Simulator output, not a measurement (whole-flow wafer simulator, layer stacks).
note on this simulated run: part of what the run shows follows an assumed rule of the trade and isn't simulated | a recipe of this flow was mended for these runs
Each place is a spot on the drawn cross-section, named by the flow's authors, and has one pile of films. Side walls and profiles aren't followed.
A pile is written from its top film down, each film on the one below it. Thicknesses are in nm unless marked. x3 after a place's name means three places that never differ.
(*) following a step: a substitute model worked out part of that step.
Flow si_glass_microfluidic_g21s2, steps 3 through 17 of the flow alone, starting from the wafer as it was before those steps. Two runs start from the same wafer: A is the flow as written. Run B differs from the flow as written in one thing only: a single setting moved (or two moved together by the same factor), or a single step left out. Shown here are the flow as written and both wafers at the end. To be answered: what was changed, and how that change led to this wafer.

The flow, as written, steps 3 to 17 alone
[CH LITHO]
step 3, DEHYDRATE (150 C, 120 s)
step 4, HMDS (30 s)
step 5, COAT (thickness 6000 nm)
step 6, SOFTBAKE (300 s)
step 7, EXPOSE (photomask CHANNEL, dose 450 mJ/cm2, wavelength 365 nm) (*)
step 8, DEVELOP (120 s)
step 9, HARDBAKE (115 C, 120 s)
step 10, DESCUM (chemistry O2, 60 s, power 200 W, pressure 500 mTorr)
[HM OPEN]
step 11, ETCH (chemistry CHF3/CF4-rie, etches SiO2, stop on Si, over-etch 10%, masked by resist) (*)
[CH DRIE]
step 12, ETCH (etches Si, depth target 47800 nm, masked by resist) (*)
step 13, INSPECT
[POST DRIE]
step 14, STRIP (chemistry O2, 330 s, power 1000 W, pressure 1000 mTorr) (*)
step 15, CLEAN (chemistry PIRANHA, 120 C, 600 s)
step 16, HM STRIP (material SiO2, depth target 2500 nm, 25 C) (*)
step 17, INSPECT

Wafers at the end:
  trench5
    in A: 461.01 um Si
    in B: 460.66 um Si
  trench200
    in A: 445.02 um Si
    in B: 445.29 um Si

The reason: step 5, COAT: thickness 4560 nm was run, whereas the flow has thickness 6000 nm.

Step by step, how the change led to this:
  step 5, COAT (thickness 6000 nm)
      land, trench20, trench5, trench200: A +6000 thick-i-line-resist (new film) | B +4560 thick-i-line-resist (new film)
  step 8, DEVELOP (120 s)
      trench20, trench5, trench200: A -6000 thick-i-line-resist (all of it) | B -4560 thick-i-line-resist (all of it)
  step 9, HARDBAKE (115 C, 120 s)
      land: A -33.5 thick-i-line-resist | B -22.6 thick-i-line-resist
  step 12, ETCH (etches Si, depth target 47800 nm, masked by resist) (*)
      trench5: A -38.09 um Si | B -38.44 um Si
      trench200: A -54.08 um Si | B -53.8 um Si
  step 14, STRIP (chemistry O2, 330 s, power 1000 W, pressure 1000 mTorr) (*)
      land: A -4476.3 thick-i-line-resist (all of it) | B -3050.7 thick-i-line-resist (all of it)
